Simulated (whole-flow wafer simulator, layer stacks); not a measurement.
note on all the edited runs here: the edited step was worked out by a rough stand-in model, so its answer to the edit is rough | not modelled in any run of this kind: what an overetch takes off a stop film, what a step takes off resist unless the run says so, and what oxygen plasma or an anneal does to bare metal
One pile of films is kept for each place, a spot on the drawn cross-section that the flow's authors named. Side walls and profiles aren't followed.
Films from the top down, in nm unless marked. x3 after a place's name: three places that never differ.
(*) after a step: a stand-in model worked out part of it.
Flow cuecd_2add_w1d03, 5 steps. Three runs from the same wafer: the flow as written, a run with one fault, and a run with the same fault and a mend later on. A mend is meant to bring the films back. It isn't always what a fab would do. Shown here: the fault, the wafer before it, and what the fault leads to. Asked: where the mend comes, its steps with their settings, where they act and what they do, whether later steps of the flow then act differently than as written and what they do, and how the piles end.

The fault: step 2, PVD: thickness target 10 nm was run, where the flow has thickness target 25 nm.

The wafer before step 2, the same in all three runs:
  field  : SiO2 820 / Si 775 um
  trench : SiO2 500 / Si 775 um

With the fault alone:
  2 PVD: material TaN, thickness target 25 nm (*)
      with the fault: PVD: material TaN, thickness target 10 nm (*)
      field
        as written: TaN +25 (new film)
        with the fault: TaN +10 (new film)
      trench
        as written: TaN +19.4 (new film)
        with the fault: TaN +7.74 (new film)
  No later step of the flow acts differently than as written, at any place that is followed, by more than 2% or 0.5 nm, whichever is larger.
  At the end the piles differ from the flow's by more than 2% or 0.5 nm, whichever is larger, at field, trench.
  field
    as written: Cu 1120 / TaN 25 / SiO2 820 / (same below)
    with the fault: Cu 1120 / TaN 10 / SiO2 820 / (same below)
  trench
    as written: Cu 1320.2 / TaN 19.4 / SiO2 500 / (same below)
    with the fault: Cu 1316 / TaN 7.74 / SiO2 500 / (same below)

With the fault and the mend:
  The mend comes after step 2.
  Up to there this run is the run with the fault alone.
  2a PVD: material TaN, thickness target 15 nm (*) (the flow's step 2 once more, with other settings)
      field
        TaN +15
      trench
        TaN +11.6
  No later step of the flow acts differently than as written, at any place that is followed, by more than 2% or 0.5 nm, whichever is larger.
  At the end the piles differ from the flow's only slightly at the places that both follow, by at most 2% or 0.5 nm, whichever is larger.
